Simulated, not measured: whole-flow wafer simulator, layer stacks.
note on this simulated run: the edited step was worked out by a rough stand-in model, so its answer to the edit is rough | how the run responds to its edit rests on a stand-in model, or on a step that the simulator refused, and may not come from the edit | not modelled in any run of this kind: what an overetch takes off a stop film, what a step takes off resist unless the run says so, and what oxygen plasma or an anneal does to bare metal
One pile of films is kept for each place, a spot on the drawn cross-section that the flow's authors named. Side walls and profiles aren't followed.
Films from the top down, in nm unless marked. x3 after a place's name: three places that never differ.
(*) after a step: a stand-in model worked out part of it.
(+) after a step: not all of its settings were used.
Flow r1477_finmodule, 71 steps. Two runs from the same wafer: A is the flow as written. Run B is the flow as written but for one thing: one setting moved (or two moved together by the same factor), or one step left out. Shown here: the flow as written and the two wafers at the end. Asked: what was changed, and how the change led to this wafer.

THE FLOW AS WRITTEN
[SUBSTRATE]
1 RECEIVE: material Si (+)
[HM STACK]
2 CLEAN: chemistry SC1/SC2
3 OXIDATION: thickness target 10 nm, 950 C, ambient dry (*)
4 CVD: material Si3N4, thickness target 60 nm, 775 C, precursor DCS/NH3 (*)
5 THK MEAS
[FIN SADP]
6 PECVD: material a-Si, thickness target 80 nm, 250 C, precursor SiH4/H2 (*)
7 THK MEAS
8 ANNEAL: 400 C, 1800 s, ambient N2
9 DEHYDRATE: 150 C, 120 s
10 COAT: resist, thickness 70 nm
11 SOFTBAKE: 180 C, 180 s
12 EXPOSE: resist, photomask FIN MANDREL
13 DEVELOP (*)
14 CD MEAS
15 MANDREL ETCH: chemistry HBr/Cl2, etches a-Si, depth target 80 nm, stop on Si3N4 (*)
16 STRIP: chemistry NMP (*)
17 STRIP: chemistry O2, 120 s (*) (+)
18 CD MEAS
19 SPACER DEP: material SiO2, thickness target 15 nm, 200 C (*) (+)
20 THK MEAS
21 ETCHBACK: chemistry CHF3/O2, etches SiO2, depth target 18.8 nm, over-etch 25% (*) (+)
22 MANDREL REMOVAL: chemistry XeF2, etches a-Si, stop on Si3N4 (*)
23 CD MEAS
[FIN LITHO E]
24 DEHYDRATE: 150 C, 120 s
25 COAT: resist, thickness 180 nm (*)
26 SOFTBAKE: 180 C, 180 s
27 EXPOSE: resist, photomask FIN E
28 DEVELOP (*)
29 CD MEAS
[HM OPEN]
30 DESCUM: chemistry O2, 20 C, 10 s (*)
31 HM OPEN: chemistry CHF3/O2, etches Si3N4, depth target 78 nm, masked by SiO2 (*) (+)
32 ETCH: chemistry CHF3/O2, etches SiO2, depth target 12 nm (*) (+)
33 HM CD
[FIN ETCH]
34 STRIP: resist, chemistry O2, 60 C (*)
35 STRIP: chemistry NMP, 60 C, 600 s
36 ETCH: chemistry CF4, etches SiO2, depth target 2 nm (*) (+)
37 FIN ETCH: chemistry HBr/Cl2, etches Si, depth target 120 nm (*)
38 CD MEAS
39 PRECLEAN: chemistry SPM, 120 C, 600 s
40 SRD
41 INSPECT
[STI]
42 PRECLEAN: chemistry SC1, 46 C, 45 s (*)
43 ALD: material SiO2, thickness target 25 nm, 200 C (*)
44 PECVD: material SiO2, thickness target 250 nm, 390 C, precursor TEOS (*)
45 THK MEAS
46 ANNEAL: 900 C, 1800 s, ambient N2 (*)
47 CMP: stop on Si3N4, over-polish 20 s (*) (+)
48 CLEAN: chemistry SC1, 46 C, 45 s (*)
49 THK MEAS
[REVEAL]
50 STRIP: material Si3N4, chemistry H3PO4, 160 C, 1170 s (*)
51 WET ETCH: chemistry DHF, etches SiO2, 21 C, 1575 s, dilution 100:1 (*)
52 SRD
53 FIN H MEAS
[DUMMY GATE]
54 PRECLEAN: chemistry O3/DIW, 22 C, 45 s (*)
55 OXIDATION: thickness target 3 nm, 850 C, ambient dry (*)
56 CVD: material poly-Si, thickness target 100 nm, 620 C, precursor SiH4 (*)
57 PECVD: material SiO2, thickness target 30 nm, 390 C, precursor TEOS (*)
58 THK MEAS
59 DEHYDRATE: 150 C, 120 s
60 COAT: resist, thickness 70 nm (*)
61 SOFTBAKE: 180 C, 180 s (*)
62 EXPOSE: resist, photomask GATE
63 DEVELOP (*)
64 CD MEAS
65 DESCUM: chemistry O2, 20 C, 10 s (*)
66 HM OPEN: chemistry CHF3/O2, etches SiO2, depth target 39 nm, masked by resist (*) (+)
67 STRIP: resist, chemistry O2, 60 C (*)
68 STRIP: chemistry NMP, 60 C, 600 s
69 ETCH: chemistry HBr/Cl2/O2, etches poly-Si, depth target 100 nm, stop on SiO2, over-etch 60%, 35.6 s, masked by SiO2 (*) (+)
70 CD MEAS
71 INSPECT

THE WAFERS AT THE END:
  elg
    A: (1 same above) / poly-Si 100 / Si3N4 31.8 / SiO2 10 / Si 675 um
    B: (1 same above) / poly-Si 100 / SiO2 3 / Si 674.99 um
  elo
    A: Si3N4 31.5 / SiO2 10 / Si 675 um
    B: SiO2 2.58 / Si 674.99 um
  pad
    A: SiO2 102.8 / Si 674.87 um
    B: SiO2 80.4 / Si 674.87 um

The cause: step 6, PECVD: thickness target 46 nm was run, where the flow has thickness target 80 nm.

How the change led to this, step by step:
  6 PECVD: material a-Si, thickness target 80 nm, 250 C, precursor SiH4/H2 (*)
      pad, padg, elg and 33 more: A a-Si +80 (new film) | B a-Si +46 (new film)
  15 MANDREL ETCH: chemistry HBr/Cl2, etches a-Si, depth target 80 nm, stop on Si3N4 (*)
      pad, padg, elg and 27 more: A a-Si -80 (all of it) | B a-Si -46 (all of it)
      s40cg, s45cg, s50cg, s40co, s45co, s50co: A resist -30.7 | B resist -26.5
  16 STRIP: chemistry NMP (*)
      s40cg, s45cg, s50cg, s40co, s45co, s50co: A resist -39.3 (all of it) | B resist -43.5 (all of it)
  21 ETCHBACK: chemistry CHF3/O2, etches SiO2, depth target 18.8 nm, over-etch 25% (*) (+)
      s40sg_line, s45sg_line, s50sg_line, s40so_line, s45so_line, s50so_line: A SiO2 +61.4 | B SiO2 +27.4
  22 MANDREL REMOVAL: chemistry XeF2, etches a-Si, stop on Si3N4 (*)
      s40cg, s45cg, s50cg, s40co, s45co, s50co: A a-Si -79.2 (all of it) | B a-Si -45.2 (all of it)
  25 COAT: resist, thickness 180 nm (*)
      s40cg, s40co: A resist +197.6 (new film) | B resist +189.1 (new film)
      s40sg, s40so: A resist +201.2 (new film) | B resist +192.7 (new film)
      (and at 14 more places)
  28 DEVELOP (*)
      s40cg, s40co: A resist -197.6 (all of it) | B resist -189.1 (all of it)
      s40sg, s40so: A resist -201.2 (all of it) | B resist -192.7 (all of it)
      (and at 14 more places)
  32 ETCH: chemistry CHF3/O2, etches SiO2, depth target 12 nm (*) (+)
      s40sg_line, s45sg_line, s50sg_line, s40so_line, s45so_line, s50so_line: A SiO2 -12 | B SiO2 -3.4 (all of it)
      pad, padg, e40sg and 11 more: A Si -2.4 | B Si -0.68
      (and at 16 more places)
  34 STRIP: resist, chemistry O2, 60 C (*)
      elg, e40lg, e100lg, e200lg, elo, e40lo, e100lo, e200lo: A resist -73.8 (all of it) | B resist -82 (all of it)
  36 ETCH: chemistry CF4, etches SiO2, depth target 2 nm (*) (+)
      elg, e40lg, e100lg, e200lg, elo, e40lo, e100lo, e200lo: A Si3N4 -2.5 | B nothing
      s40sg_line, s45sg_line, s50sg_line, s40so_line, s45so_line, s50so_line: A SiO2 -2 | B nothing
  37 FIN ETCH: chemistry HBr/Cl2, etches Si, depth target 120 nm (*)
      s40sg_line, s45sg_line, s50sg_line, s40so_line, s45so_line, s50so_line: A SiO2 -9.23 | B Si3N4 -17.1
  43 ALD: material SiO2, thickness target 25 nm, 200 C (*)
      s40sg_line, s45sg_line, s50sg_line, s40so_line, s45so_line, s50so_line: A SiO2 +25 | B SiO2 +25 (new film)
      s40cg, s45cg, s50cg, s40co, s45co, s50co: A SiO2 +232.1 (new film) | B SiO2 +199.1 (new film)
  47 CMP: stop on Si3N4, over-polish 20 s (*) (+)
      elg, e40lg, e100lg, e200lg, elo, e40lo, e100lo, e200lo: A SiO2 -241.6 | B SiO2 -263.8 (all of it), Si3N4 -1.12
      pad, padg, e40sg and 11 more: A SiO2 -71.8 | B SiO2 -94.3
      (and at 14 more places)
  50 STRIP: material Si3N4, chemistry H3PO4, 160 C, 1170 s (*)
      elg, e40lg, e100lg, e200lg, elo, e40lo, e100lo, e200lo: A SiO2 -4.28 | B Si3N4 -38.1 (all of it), SiO2 -2.02
      s40sg_line, s45sg_line, s50sg_line, s40so_line, s45so_line, s50so_line: A Si3N4 -58.9 (all of it), SiO2 -1.37 | B Si3N4 -38.1 (all of it), SiO2 -2.02
  51 WET ETCH: chemistry DHF, etches SiO2, 21 C, 1575 s, dilution 100:1 (*)
      elg, e40lg, e100lg, e200lg, elo, e40lo, e100lo, e200lo: A SiO2 -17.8 (all of it), Si3N4 -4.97 | B SiO2 -7.98 (all of it)
      s40sg_line, s45sg_line, s50sg_line, s40so_line, s45so_line, s50so_line: A SiO2 -8.63 (all of it) | B SiO2 -7.98 (all of it)
  54 PRECLEAN: chemistry O3/DIW, 22 C, 45 s (*)
      elg, e40lg, e100lg, e200lg, elo, e40lo, e100lo, e200lo: A nothing | B chemical SiO2 +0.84 (new film), Si -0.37
  ... 5 more steps ...
  69 ETCH: chemistry HBr/Cl2/O2, etches poly-Si, depth target 100 nm, stop on SiO2, over-etch 60%, 35.6 s, masked by SiO2 (*) (+)
      s40co: A chemical SiO2 -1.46 (all of it), poly-Si -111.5 (all of it), SiO2 -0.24 | B chemical SiO2 -1.36 (all of it), poly-Si -134.3 (all of it), SiO2 -0.13
      s45co: A chemical SiO2 -1.46 (all of it), poly-Si -110.9 (all of it), SiO2 -0.25 | B chemical SiO2 -1.36 (all of it), poly-Si -134.3 (all of it), SiO2 -0.13
      (and at 1 more place)
